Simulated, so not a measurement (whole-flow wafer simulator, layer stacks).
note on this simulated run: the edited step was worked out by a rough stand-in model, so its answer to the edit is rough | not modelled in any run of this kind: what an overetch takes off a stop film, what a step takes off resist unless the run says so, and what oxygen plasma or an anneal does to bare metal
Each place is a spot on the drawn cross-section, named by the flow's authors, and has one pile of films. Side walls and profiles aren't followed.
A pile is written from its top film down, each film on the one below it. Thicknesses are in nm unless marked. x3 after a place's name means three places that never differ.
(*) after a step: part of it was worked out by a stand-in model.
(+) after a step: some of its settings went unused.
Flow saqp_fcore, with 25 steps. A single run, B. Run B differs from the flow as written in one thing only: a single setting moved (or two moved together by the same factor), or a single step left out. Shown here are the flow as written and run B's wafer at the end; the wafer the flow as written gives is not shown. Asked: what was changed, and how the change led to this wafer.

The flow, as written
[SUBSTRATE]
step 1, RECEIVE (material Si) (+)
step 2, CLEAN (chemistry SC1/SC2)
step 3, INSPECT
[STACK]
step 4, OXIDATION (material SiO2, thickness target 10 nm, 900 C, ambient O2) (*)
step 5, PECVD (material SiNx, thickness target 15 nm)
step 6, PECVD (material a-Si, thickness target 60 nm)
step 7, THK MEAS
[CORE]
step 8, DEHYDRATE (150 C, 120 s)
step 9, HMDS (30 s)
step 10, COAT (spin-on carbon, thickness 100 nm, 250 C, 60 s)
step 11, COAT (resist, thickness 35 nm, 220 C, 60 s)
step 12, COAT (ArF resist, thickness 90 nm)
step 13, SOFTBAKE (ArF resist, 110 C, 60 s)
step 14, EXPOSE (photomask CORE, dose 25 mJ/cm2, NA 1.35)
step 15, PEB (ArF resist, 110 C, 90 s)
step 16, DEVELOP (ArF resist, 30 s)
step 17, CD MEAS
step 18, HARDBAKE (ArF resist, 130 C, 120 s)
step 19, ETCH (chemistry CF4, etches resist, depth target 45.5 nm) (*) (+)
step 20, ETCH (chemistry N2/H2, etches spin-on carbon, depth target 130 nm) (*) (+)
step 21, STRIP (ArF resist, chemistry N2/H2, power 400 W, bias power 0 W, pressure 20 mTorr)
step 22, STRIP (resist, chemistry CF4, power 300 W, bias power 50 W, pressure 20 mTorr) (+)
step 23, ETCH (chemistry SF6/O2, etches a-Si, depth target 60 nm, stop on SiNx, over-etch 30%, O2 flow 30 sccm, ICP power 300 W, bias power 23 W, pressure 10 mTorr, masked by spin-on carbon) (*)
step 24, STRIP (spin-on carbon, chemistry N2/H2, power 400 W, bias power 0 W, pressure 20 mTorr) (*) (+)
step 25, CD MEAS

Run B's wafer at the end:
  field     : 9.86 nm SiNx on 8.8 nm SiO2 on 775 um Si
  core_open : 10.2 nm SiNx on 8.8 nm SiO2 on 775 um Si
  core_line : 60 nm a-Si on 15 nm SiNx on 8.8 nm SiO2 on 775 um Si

The reason: step 4, OXIDATION: thickness target 8.8 nm was run, while the flow as written has thickness target 10 nm.
The wafer lets one read it off: field has SiO2 8.8, and step 4 as written asks for 10 nm.

How this came from the change, step by step:
  step 4, OXIDATION (material SiO2, thickness target 10 nm, 900 C, ambient O2) (*)
      field, core_open, core_line: +8.8 SiO2 (new film), -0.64 chemical SiO2 (all of it), -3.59 Si (it would be, as written: +10 SiO2 (new film), -0.64 chemical SiO2 (all of it), -4.12 Si)
